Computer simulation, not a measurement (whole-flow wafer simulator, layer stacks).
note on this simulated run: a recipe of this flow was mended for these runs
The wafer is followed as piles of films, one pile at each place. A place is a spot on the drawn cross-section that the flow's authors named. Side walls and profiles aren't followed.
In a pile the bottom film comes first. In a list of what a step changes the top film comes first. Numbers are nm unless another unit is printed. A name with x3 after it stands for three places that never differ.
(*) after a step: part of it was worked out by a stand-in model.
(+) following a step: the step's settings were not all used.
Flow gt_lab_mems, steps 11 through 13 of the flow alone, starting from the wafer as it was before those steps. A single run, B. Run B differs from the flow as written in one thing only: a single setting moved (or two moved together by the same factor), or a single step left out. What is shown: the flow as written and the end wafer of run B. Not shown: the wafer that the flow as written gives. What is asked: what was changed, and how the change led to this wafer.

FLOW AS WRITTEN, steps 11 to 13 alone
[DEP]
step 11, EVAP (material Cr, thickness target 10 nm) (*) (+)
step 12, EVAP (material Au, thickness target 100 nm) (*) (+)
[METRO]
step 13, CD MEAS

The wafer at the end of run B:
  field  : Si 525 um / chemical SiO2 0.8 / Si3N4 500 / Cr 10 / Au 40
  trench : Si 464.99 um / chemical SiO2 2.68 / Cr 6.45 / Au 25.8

Cause: step 12, EVAP: thickness target 40 nm was run, though the flow has thickness target 100 nm.
The wafer itself shows it: field has Au 40, and step 12 as written asks for 100 nm.

The path from the change to this, step by step:
  step 12, EVAP (material Au, thickness target 100 nm) (*) (+)
      field: Au gains 40 (new film) (in the flow as written it would be: Au gains 100 (new film))
      trench: Au gains 25.8 (new film) (in the flow as written it would be: Au gains 64.1 (new film))
